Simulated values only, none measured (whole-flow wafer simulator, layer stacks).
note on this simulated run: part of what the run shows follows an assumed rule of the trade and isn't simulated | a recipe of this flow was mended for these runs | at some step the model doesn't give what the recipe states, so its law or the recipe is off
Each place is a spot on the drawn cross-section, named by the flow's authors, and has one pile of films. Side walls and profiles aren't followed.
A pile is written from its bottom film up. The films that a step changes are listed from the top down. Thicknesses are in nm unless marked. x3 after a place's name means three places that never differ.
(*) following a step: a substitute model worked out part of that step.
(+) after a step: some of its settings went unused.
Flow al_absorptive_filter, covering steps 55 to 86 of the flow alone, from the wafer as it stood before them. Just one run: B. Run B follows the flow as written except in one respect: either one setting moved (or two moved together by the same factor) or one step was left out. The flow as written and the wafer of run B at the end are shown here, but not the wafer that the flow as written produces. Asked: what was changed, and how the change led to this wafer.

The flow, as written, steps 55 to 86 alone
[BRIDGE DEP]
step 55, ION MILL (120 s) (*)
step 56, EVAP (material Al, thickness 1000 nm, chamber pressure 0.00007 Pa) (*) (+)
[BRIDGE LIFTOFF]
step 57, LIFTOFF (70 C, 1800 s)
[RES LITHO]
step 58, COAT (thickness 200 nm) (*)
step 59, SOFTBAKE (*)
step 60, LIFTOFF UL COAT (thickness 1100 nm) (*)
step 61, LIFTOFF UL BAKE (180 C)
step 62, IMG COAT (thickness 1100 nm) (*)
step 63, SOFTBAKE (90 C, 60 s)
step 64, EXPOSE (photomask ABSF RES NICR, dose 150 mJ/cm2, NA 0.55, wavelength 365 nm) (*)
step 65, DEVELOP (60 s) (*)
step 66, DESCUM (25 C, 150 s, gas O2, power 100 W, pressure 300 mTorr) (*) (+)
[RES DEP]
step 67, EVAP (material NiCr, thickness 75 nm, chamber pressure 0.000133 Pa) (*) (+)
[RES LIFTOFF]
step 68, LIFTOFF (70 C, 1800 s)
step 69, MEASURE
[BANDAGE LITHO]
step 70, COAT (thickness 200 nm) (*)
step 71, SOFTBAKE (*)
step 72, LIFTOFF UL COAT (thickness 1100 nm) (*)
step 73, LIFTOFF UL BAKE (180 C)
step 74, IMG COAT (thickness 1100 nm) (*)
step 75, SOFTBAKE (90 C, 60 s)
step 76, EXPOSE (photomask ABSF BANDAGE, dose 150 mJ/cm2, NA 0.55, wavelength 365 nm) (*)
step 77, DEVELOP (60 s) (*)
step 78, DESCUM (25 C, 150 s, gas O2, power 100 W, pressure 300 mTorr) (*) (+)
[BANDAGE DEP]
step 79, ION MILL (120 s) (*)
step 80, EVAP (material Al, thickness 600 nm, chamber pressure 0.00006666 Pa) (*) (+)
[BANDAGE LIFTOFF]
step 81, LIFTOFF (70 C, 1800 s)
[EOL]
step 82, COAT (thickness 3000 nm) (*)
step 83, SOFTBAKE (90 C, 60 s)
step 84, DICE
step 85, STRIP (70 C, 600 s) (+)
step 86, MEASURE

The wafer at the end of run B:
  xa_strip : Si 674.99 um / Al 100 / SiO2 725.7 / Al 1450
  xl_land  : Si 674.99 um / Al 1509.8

The reason: step 56, EVAP: thickness 1450 nm was run, though the flow has thickness 1000 nm.
The wafer lets one read it off: xa_strip has Al 1450, and step 56 as written asks for 1000 nm.

Step by step, how the change led to this:
  step 56, EVAP (material Al, thickness 1000 nm, chamber pressure 0.00007 Pa) (*) (+)
      gnd, pad_far, pad_near and 10 more: Al gains 1450 (new film) (as written it would have been: Al gains 1000 (new film))
      xl_land: Al gains 1450 (as written it would have been: Al gains 1000)
  step 57, LIFTOFF (70 C, 1800 s)
      gnd, xa_field, idc_field: Al loses 1450 (all of it), i-line-resist loses 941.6 (all of it), lift-off-underlayer loses 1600 (all of it), acrylic-e-beam-resist loses 200 (all of it) (as written it would have been: Al loses 1000 (all of it), i-line-resist loses 941.6 (all of it), lift-off-underlayer loses 1600 (all of it), acrylic-e-beam-resist loses 200 (all of it))
      pad_far: Al loses 1450 (all of it), i-line-resist loses 940.5 (all of it), lift-off-underlayer loses 1591.1 (all of it), acrylic-e-beam-resist loses 198.5 (all of it) (as written it would have been: Al loses 1000 (all of it), i-line-resist loses 940.5 (all of it), lift-off-underlayer loses 1591.1 (all of it), acrylic-e-beam-resist loses 198.5 (all of it))
      (as well as at 6 more places)
  step 58, COAT (thickness 200 nm) (*)
      xa_margin: acrylic-e-beam-resist gains 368 (new film) (as written it would have been: acrylic-e-beam-resist gains 288.1 (new film))
      xa_strip: acrylic-e-beam-resist gains 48 (new film) (as written it would have been: acrylic-e-beam-resist gains 66.9 (new film))
      (as well as at 1 more place)
  step 60, LIFTOFF UL COAT (thickness 1100 nm) (*)
      xa_margin: lift-off-underlayer gains 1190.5 (new film) (as written it would have been: lift-off-underlayer gains 1021 (new film))
      xa_strip: lift-off-underlayer gains 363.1 (new film) (as written it would have been: lift-off-underlayer gains 459.8 (new film))
  step 62, IMG COAT (thickness 1100 nm) (*)
      xa_margin: i-line-resist gains 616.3 (new film) (as written it would have been: i-line-resist gains 741.1 (new film))
      xa_strip: i-line-resist gains 397.8 (new film) (as written it would have been: i-line-resist gains 577.9 (new film))
  step 63, SOFTBAKE (90 C, 60 s)
      xa_margin: i-line-resist loses 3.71 (as written it would have been: i-line-resist loses 3.13)
      xa_strip: i-line-resist loses 3.26 (as written it would have been: i-line-resist loses 4.64)
  step 68, LIFTOFF (70 C, 1800 s)
      xa_margin: NiCr loses 75 (all of it), i-line-resist loses 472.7 (all of it), lift-off-underlayer loses 1190.5 (all of it), acrylic-e-beam-resist loses 368 (all of it) (as written it would have been: NiCr loses 75 (all of it), i-line-resist loses 598.1 (all of it), lift-off-underlayer loses 1021 (all of it), acrylic-e-beam-resist loses 288.1 (all of it))
      xa_strip: NiCr loses 75 (all of it), i-line-resist loses 254.6 (all of it), lift-off-underlayer loses 363.1 (all of it), acrylic-e-beam-resist loses 48 (all of it) (as written it would have been: NiCr loses 75 (all of it), i-line-resist loses 433.3 (all of it), lift-off-underlayer loses 459.8 (all of it), acrylic-e-beam-resist loses 66.9 (all of it))
      (as well as at 1 more place)
  step 70, COAT (thickness 200 nm) (*)
      xa_margin: acrylic-e-beam-resist gains 368 (new film) (as written it would have been: acrylic-e-beam-resist gains 288.1 (new film))
      xa_strip: acrylic-e-beam-resist gains 48 (new film) (as written it would have been: acrylic-e-beam-resist gains 66.9 (new film))
      (as well as at 1 more place)
  step 72, LIFTOFF UL COAT (thickness 1100 nm) (*)
      xa_margin: lift-off-underlayer gains 1190.5 (new film) (as written it would have been: lift-off-underlayer gains 1021 (new film))
      xa_strip: lift-off-underlayer gains 363.1 (new film) (as written it would have been: lift-off-underlayer gains 459.8 (new film))
  step 74, IMG COAT (thickness 1100 nm) (*)
      xa_margin: i-line-resist gains 616.3 (new film) (as written it would have been: i-line-resist gains 741.1 (new film))
      xa_strip: i-line-resist gains 397.8 (new film) (as written it would have been: i-line-resist gains 577.9 (new film))
  step 75, SOFTBAKE (90 C, 60 s)
      xa_margin: i-line-resist loses 3.71 (as written it would have been: i-line-resist loses 3.13)
      xa_strip: i-line-resist loses 3.26 (as written it would have been: i-line-resist loses 4.64)
  step 81, LIFTOFF (70 C, 1800 s)
      xa_margin: Al loses 600 (all of it), i-line-resist loses 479 (all of it), lift-off-underlayer loses 1190.5 (all of it), acrylic-e-beam-resist loses 368 (all of it) (as written it would have been: Al loses 600 (all of it), i-line-resist loses 604.4 (all of it), lift-off-underlayer loses 1021 (all of it), acrylic-e-beam-resist loses 288.1 (all of it))
      xa_strip: Al loses 600 (all of it), i-line-resist loses 260.9 (all of it), lift-off-underlayer loses 363.1 (all of it), acrylic-e-beam-resist loses 48 (all of it) (as written it would have been: Al loses 600 (all of it), i-line-resist loses 439.6 (all of it), lift-off-underlayer loses 459.8 (all of it), acrylic-e-beam-resist loses 66.9 (all of it))
      (as well as at 1 more place)
  step 82, COAT (thickness 3000 nm) (*)
      xa_margin: i-line-resist gains 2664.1 (new film) (as written it would have been: i-line-resist gains 2563.4 (new film))
      xa_strip: i-line-resist gains 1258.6 (new film) (as written it would have been: i-line-resist gains 1594.3 (new film))
  step 83, SOFTBAKE (90 C, 60 s)
      xa_margin: i-line-resist loses 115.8 (as written it would have been: i-line-resist loses 94.2)
      xa_strip: i-line-resist loses 144.8 (as written it would have been: i-line-resist loses 117.3)
      (as well as at 1 more place)
  step 85, STRIP (70 C, 600 s) (+)
      xa_margin: i-line-resist loses 2548.3 (all of it) (as written it would have been: i-line-resist loses 2469.3 (all of it))
      xa_strip: i-line-resist loses 1113.8 (all of it) (as written it would have been: i-line-resist loses 1477 (all of it))
